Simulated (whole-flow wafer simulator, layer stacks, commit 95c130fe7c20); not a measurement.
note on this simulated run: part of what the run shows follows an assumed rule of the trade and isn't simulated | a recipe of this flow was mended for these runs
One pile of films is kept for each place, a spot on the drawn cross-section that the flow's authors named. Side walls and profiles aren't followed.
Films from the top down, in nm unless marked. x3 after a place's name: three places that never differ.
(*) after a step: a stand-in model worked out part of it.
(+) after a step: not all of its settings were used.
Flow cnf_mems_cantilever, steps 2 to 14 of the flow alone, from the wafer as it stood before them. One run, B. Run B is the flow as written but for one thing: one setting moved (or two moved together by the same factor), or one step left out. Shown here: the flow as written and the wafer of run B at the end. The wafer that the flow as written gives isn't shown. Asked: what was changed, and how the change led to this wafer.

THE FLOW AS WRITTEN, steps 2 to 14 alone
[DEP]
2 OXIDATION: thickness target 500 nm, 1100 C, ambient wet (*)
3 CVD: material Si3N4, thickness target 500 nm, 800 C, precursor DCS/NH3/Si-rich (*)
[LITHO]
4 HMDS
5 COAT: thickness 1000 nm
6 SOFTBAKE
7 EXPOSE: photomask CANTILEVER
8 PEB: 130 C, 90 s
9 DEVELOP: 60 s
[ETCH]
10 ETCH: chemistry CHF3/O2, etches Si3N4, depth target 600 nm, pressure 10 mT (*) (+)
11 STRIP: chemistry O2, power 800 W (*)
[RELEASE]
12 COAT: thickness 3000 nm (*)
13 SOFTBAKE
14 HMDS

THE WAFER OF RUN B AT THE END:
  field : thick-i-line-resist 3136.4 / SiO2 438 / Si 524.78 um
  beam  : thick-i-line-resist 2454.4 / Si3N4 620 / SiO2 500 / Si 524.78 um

The cause: step 3, CVD: thickness target 620 nm was run, where the flow has thickness target 500 nm; step 10, ETCH: depth target 744 nm was run, where the flow has depth target 600 nm.
It can be read off the wafer: beam has Si3N4 620, and step 3 as written asks for 500 nm.

How the change led to this, step by step:
  3 CVD: material Si3N4, thickness target 500 nm, 800 C, precursor DCS/NH3/Si-rich (*)
      field, beam: Si3N4 +620 (new film) (as written it would be: Si3N4 +500 (new film))
  10 ETCH: chemistry CHF3/O2, etches Si3N4, depth target 600 nm, pressure 10 mT (*) (+)
      field: Si3N4 -620 (all of it), SiO2 -62 (as written it would be: Si3N4 -500 (all of it), SiO2 -50)
      beam: KrF-resist -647 (as written it would be: KrF-resist -521.7)
  11 STRIP: chemistry O2, power 800 W (*)
      beam: KrF-resist -335.7 (all of it) (as written it would be: KrF-resist -460.9 (all of it))
  12 COAT: thickness 3000 nm (*)
      beam: thick-i-line-resist +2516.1 (new film) (as written it would be: thick-i-line-resist +2607.6 (new film))
  13 SOFTBAKE
      field: thick-i-line-resist +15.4 (as written it would be: thick-i-line-resist +11.9)
      beam: thick-i-line-resist -61.7 (as written it would be: thick-i-line-resist -47.6)
